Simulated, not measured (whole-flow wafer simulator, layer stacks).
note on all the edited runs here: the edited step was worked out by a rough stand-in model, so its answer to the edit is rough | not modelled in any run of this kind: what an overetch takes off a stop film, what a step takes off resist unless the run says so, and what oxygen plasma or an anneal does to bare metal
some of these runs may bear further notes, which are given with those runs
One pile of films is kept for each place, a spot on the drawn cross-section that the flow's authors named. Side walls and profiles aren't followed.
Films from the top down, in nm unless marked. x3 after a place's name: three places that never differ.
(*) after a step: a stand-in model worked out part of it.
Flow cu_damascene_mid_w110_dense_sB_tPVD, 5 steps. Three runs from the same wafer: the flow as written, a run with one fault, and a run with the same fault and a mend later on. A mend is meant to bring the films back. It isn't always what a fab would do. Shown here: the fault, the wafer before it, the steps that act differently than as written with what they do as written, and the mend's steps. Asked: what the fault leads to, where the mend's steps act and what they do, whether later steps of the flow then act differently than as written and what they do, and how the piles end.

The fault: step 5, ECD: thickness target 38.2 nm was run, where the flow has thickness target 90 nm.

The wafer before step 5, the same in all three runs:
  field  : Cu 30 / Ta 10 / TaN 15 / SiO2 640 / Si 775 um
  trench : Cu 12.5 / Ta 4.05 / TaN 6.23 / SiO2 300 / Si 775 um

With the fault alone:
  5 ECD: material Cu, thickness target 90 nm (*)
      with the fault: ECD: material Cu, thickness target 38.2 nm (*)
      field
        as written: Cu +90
        with the fault: Cu +38.2
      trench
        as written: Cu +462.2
        with the fault: Cu +38.2
  No later step of the flow acts differently than as written at any place that is followed.
  At the end the piles differ from the flow's by more than 2% or 0.5 nm, whichever is larger, at field, trench.
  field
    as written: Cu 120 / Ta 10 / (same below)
    with the fault: Cu 68.2 / Ta 10 / (same below)
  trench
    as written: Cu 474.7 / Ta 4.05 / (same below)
    with the fault: Cu 50.7 / Ta 4.05 / (same below)

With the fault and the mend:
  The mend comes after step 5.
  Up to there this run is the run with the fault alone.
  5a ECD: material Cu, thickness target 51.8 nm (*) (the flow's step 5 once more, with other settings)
      field
        Cu +51.8
      trench
        Cu +424
  No later step of the flow acts differently than as written at any place that is followed.
  At the end the piles are the same as the flow's at every place that both follow.
